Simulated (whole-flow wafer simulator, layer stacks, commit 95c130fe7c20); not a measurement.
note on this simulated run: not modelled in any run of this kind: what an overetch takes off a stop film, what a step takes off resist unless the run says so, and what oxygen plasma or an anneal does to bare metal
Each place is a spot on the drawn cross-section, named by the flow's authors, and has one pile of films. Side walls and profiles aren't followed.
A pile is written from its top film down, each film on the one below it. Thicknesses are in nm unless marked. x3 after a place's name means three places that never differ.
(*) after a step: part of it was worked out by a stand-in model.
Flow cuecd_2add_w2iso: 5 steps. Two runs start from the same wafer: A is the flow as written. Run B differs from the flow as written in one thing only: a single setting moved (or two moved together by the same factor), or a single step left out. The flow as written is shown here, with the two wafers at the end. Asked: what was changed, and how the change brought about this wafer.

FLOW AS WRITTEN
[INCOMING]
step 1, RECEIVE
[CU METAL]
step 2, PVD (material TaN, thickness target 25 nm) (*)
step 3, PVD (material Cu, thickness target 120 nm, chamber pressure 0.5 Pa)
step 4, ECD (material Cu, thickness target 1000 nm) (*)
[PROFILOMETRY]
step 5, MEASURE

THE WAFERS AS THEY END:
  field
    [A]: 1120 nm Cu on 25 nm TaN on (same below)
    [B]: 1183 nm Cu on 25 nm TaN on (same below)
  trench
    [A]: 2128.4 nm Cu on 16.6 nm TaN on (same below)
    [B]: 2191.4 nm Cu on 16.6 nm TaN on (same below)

Cause: step 3, PVD: thickness target 183 nm was run, though the flow has thickness target 120 nm.

The path from the change to this, step by step:
  step 3, PVD (material Cu, thickness target 120 nm, chamber pressure 0.5 Pa)
      field: A Cu gains 120 (new film) | B Cu gains 183 (new film)
      trench: A Cu gains 80.8 (new film) | B Cu gains 122.8 (new film)
